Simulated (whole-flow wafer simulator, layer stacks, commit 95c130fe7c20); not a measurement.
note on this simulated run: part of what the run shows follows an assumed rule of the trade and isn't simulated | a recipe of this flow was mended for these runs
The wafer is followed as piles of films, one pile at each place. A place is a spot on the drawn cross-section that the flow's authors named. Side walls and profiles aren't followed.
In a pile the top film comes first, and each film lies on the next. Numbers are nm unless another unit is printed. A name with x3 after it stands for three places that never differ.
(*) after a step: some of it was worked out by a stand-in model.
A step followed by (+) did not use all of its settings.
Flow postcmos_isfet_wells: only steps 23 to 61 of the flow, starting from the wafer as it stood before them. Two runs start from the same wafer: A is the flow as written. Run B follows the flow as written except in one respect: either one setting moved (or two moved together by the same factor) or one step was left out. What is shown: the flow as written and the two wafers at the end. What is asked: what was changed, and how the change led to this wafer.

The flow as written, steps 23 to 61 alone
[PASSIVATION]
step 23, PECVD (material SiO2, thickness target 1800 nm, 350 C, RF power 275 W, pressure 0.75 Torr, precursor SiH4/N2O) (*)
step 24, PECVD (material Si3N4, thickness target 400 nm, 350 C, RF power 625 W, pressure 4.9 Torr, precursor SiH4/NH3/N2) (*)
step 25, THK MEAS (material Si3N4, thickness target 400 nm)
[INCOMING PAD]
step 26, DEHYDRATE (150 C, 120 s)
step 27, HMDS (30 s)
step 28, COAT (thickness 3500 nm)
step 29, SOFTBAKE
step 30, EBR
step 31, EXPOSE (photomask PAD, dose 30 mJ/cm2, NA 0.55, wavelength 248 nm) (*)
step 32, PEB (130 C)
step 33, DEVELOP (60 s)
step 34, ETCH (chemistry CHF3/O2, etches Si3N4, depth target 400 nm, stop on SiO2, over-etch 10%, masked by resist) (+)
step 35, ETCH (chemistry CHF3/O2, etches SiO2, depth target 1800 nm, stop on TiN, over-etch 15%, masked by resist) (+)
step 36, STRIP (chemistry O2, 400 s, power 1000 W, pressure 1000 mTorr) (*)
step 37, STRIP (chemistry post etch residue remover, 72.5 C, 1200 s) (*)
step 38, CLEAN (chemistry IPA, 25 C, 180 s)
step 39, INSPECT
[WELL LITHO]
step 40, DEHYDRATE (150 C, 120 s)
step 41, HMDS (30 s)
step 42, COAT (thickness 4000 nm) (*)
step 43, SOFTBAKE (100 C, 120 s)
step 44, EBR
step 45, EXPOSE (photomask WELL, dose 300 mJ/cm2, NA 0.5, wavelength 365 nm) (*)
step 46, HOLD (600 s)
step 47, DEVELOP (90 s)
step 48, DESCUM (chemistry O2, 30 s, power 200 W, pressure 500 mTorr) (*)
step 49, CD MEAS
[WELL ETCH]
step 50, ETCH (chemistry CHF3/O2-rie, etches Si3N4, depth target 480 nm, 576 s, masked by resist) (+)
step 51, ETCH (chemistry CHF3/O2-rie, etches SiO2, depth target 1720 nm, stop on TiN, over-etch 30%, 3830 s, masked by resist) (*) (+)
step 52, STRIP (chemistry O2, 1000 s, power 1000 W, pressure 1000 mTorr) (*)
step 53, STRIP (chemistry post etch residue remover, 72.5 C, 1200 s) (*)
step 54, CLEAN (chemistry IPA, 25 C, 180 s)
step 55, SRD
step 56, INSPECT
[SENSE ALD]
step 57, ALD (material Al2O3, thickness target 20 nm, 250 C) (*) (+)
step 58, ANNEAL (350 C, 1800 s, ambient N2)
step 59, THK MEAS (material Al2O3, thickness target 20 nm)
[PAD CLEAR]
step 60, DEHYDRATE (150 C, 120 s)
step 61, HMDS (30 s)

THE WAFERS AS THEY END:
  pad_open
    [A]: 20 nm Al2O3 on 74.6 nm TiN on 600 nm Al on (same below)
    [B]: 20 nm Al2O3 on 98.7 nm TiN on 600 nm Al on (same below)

Cause: step 34, ETCH: depth target 130.6 nm was run, whereas the flow has depth target 400 nm.

Step by step, how the change led to this:
  step 34, ETCH (chemistry CHF3/O2, etches Si3N4, depth target 400 nm, stop on SiO2, over-etch 10%, masked by resist) (+)
      pad_open: A Si3N4 loses 400 (all of it), SiO2 loses 20 | B Si3N4 loses 143.7
      field, margin x2, well900 x4, pad_clr: A thick-KrF-resist loses 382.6 | B thick-KrF-resist loses 124.9
  step 35, ETCH (chemistry CHF3/O2, etches SiO2, depth target 1800 nm, stop on TiN, over-etch 15%, masked by resist) (+)
      pad_open: A SiO2 loses 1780 (all of it), TiN loses 24.2 | B Si3N4 loses 256.3 (all of it), SiO2 loses 1800 (all of it), TiN loses 0.07
  step 36, STRIP (chemistry O2, 400 s, power 1000 W, pressure 1000 mTorr) (*)
      field, margin x2, well900 x4, pad_clr: A thick-KrF-resist loses 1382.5 (all of it) | B thick-KrF-resist loses 1621.1 (all of it)
